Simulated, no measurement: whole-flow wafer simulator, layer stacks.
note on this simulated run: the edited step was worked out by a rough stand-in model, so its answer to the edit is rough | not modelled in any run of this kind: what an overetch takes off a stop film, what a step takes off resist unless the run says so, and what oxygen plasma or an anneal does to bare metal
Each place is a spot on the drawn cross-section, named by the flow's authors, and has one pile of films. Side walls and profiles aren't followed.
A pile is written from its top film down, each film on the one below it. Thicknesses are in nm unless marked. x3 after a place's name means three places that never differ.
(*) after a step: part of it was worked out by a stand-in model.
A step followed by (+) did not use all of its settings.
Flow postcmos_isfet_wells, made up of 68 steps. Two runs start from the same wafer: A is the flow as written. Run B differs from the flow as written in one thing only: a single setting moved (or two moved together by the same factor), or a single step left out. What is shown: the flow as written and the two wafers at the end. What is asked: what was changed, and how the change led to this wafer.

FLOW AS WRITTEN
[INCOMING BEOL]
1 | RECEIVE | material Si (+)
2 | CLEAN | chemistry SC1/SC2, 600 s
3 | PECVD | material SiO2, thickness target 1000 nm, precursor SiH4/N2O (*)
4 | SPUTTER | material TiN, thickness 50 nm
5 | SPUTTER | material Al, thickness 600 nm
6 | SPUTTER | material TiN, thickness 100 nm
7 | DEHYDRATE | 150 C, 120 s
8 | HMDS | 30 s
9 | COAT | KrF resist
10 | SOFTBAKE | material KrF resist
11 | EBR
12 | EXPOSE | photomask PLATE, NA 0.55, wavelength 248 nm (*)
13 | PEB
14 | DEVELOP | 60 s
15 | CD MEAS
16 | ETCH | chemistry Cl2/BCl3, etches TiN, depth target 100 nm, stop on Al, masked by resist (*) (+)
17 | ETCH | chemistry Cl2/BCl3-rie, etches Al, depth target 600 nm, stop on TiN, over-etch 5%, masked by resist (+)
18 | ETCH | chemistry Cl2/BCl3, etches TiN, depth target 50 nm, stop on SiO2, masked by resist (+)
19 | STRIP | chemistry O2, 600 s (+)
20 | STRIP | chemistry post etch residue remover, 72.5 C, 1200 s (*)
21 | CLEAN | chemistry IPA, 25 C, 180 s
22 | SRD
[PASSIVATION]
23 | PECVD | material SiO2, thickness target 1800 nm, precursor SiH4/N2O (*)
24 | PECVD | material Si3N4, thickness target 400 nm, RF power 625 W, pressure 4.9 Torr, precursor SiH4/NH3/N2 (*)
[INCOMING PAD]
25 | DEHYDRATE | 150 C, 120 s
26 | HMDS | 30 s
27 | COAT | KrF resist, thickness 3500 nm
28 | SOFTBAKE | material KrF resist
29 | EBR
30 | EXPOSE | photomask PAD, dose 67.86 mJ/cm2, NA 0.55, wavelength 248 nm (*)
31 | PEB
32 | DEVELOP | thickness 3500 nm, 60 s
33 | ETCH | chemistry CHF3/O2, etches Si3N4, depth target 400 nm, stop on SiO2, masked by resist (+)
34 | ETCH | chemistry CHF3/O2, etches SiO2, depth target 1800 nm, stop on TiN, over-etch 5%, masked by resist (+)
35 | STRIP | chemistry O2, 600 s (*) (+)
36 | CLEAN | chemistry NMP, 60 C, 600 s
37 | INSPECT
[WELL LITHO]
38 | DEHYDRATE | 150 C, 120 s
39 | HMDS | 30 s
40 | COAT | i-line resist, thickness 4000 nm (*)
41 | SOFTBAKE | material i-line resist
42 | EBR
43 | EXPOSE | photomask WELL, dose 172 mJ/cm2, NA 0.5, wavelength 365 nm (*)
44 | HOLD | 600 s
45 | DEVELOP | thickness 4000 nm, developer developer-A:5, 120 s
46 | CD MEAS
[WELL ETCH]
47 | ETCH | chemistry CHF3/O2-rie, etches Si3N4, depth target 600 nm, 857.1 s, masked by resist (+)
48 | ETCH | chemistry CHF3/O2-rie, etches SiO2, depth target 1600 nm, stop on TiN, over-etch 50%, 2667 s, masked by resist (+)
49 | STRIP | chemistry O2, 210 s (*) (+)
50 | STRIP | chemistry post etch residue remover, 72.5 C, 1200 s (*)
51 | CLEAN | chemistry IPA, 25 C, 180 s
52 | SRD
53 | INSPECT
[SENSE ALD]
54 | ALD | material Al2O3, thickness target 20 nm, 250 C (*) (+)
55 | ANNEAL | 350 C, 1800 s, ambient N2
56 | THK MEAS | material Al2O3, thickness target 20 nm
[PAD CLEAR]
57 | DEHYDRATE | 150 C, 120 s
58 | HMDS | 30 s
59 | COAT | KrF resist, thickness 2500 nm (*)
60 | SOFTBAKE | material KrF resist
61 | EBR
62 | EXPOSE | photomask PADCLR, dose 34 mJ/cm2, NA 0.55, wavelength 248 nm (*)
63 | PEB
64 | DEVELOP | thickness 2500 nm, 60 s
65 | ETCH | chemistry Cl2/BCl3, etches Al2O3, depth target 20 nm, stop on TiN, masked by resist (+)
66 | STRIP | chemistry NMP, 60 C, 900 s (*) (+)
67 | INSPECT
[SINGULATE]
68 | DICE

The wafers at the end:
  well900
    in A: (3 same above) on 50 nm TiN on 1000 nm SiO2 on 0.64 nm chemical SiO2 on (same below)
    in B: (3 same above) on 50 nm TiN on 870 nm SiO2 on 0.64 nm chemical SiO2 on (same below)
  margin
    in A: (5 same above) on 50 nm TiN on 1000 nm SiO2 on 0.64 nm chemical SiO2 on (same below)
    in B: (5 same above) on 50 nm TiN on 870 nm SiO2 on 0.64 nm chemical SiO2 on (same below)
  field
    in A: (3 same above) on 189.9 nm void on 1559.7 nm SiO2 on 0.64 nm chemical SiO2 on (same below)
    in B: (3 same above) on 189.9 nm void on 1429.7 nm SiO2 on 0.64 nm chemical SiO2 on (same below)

Cause: step 3, PECVD: thickness target 870 nm was run, while the flow as written has thickness target 1000 nm.
One can read it off the wafer: well900 has SiO2 870, and step 3 as written asks for 1000 nm.

Step by step, how the change led to this:
  3 | PECVD | material SiO2, thickness target 1000 nm, precursor SiH4/N2O (*)
      field, margin, well900, well1300 x3, pad_rim, pad_clr, pad_open: A SiO2 gains 1000 (new film) | B SiO2 gains 870 (new film)
